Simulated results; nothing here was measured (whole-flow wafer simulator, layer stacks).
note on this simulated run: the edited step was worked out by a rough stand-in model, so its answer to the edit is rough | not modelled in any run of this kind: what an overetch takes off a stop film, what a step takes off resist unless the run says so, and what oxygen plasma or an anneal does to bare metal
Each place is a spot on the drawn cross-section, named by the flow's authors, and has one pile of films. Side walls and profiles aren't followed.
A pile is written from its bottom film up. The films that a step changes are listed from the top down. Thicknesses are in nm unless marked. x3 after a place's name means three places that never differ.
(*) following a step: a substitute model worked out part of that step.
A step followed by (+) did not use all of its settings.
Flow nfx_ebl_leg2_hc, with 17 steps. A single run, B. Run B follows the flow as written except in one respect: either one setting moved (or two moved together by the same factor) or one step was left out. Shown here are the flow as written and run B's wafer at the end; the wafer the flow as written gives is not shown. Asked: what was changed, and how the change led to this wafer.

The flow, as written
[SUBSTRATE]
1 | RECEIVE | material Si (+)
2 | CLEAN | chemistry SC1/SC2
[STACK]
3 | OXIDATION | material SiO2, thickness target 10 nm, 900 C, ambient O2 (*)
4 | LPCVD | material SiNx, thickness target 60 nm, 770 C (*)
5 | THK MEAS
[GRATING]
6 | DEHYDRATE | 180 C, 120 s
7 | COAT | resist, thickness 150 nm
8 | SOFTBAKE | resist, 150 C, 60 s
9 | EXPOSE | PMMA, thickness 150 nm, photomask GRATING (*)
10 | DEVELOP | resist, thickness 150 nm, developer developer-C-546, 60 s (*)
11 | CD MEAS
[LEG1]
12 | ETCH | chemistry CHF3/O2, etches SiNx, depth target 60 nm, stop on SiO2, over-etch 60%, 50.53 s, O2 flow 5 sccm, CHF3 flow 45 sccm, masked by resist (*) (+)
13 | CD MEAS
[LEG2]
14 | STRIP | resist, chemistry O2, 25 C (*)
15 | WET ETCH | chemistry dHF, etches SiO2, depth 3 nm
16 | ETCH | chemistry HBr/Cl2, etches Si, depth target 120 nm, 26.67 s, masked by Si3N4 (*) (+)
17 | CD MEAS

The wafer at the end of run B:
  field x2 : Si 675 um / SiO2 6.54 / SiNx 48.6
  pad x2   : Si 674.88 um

What caused this: step 3, OXIDATION: 855 C was run, while the flow as written has 900 C.

The path from the change to this, step by step:
  3 | OXIDATION | material SiO2, thickness target 10 nm, 900 C, ambient O2 (*)
      field x2, pad x2: +6.54 SiO2 (new film), -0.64 chemical SiO2 (all of it), -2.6 Si (in the flow as written it would be: +10 SiO2 (new film), -0.64 chemical SiO2 (all of it), -4.12 Si)
  12 | ETCH | chemistry CHF3/O2, etches SiNx, depth target 60 nm, stop on SiO2, over-etch 60%, 50.53 s, O2 flow 5 sccm, CHF3 flow 45 sccm, masked by resist (*) (+)
      pad x2: -60 SiNx (all of it), -6.54 SiO2 (all of it) (in the flow as written it would be: -60 SiNx (all of it), -10 SiO2 (all of it))
